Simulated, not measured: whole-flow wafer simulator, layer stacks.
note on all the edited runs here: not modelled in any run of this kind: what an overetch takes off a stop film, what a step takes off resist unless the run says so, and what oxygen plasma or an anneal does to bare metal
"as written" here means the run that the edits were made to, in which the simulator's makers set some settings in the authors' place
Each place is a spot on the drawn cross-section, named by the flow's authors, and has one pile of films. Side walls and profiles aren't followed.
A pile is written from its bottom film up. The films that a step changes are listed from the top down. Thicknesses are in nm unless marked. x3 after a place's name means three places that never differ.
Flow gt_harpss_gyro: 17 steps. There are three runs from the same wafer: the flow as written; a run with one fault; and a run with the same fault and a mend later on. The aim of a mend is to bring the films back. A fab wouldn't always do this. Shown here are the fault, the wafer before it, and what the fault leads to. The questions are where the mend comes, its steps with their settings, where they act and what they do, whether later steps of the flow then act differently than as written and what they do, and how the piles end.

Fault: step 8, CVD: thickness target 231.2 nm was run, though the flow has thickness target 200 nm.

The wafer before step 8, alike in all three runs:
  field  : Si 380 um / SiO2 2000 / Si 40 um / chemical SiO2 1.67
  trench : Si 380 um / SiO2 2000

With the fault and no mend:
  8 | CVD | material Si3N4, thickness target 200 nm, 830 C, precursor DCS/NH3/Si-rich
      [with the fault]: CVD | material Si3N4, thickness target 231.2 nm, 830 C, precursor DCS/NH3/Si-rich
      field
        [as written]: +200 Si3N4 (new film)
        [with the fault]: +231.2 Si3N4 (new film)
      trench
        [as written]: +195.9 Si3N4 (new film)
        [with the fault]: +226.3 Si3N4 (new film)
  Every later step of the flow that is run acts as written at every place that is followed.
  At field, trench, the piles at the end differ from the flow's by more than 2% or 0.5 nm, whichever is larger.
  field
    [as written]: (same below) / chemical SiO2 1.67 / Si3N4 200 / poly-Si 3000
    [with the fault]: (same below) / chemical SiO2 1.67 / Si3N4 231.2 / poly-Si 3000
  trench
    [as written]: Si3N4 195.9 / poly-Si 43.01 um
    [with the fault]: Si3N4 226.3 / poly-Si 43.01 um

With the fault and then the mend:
  The mend follows step 8.
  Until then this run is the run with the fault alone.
  8a | ETCH | chemistry h3po4, depth target 265.8 nm
      field
        -231.2 Si3N4 (all of it)
      trench
        -226.3 Si3N4 (all of it)
  8b | CLEAN | chemistry SPM (the flow's step 1, run once more)
      does not change any film at any place that is followed
  8c | CVD | material Si3N4, thickness target 200 nm, 830 C, precursor DCS/NH3/Si-rich (the flow's step 8, run once more)
      field
        +200 Si3N4 (new film)
      trench
        +195.9 Si3N4 (new film)
  Every later step of the flow that is run acts as written at every place that is followed.
  By the end, the piles equal the flow's at every place that both follow.
